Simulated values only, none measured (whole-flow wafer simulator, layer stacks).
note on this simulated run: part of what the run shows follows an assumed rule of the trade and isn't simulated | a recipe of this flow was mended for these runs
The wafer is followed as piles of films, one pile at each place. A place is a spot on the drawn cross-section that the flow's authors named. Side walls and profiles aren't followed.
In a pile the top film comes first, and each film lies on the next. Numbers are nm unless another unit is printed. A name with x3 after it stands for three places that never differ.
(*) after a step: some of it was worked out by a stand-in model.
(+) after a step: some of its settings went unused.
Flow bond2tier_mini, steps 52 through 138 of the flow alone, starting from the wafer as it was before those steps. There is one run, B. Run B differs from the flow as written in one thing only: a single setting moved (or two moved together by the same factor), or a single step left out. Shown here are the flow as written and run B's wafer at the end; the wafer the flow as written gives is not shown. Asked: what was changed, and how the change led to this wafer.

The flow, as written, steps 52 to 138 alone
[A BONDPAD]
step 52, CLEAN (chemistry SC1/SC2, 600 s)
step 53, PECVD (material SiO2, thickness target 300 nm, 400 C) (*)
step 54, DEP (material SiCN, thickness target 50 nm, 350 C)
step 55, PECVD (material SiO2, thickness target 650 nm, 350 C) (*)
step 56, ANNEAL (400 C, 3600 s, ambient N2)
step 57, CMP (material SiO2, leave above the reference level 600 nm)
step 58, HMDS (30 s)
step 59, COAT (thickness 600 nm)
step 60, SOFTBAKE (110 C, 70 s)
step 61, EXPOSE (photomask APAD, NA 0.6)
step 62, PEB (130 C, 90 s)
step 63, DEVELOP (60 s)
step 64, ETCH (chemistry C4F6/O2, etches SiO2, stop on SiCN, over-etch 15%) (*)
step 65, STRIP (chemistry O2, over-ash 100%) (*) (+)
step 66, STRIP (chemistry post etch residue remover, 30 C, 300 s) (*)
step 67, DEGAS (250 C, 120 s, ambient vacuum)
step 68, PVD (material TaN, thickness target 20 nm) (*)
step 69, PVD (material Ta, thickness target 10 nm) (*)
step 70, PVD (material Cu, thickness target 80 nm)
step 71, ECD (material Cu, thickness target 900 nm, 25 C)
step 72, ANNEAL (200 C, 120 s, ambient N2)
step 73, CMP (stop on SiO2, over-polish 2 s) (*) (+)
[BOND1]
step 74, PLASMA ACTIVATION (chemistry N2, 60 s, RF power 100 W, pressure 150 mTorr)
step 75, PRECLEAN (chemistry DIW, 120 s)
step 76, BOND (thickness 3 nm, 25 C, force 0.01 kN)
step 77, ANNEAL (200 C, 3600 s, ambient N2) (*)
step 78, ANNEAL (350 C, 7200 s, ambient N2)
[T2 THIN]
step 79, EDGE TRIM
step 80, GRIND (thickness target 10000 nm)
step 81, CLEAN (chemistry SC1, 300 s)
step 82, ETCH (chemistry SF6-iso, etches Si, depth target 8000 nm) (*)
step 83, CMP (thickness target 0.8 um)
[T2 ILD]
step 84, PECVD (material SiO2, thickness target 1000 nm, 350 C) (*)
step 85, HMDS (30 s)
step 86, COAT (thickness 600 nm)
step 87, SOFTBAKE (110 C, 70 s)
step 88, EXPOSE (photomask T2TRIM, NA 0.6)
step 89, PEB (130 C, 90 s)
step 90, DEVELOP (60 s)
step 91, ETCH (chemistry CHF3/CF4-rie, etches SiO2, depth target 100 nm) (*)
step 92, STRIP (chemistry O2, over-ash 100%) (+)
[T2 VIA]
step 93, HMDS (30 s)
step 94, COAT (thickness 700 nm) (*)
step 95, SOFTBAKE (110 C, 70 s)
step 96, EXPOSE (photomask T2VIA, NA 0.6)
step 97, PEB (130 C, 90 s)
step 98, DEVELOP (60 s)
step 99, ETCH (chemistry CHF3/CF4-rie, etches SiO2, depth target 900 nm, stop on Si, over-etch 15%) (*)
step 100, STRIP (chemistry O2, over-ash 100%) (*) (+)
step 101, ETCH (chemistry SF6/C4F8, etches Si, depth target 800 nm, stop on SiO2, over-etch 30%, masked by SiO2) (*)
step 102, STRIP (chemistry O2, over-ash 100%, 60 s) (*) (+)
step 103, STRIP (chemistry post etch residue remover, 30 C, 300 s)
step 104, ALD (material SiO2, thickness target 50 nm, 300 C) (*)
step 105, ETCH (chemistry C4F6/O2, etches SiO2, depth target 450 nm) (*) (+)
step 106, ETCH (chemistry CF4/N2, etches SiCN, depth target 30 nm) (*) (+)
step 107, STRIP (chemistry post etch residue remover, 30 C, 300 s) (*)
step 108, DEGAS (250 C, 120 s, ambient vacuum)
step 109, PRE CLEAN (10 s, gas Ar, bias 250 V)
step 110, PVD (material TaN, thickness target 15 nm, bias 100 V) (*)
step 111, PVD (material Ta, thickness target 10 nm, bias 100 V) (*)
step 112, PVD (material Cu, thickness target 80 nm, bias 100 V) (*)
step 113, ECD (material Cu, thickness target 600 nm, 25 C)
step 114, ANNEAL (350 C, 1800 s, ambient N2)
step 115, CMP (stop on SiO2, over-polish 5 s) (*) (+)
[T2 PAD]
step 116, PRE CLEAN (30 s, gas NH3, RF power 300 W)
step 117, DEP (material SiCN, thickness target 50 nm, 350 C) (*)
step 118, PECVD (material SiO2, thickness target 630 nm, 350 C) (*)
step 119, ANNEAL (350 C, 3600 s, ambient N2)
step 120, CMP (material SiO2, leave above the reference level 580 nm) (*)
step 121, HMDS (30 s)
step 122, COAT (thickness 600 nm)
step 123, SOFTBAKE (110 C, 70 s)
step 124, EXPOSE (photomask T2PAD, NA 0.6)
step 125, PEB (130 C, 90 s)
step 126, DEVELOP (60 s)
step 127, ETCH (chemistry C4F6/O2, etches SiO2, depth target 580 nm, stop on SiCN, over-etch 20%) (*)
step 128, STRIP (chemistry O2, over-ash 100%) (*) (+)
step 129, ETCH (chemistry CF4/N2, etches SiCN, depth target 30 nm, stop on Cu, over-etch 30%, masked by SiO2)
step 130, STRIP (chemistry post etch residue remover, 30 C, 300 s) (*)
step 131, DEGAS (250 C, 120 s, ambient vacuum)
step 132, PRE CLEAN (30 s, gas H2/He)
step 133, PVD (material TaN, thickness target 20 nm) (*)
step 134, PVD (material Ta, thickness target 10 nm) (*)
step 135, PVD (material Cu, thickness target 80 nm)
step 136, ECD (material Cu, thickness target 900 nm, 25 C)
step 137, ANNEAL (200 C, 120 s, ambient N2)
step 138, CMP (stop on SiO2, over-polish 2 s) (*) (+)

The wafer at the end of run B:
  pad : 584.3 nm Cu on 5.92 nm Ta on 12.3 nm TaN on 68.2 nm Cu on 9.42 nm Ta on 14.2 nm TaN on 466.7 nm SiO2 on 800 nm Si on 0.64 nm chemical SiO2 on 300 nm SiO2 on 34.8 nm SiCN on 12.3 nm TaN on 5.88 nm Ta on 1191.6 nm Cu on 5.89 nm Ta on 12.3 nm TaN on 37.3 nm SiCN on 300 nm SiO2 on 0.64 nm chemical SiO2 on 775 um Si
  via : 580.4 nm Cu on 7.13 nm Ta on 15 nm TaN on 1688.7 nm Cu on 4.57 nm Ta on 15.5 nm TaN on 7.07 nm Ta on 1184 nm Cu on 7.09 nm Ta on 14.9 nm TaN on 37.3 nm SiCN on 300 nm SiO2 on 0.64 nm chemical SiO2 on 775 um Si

The reason: step 64, ETCH: over-etch 12.6% was run, though the flow has over-etch 15%.

The path from the change to this, step by step:
  step 64, ETCH (chemistry C4F6/O2, etches SiO2, stop on SiCN, over-etch 15%) (*)
      pad, via: -600 SiO2 (all of it), -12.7 SiCN (as written it would have been: -600 SiO2 (all of it), -15.2 SiCN)
      field: -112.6 thick-KrF-resist (as written it would have been: -115 thick-KrF-resist)
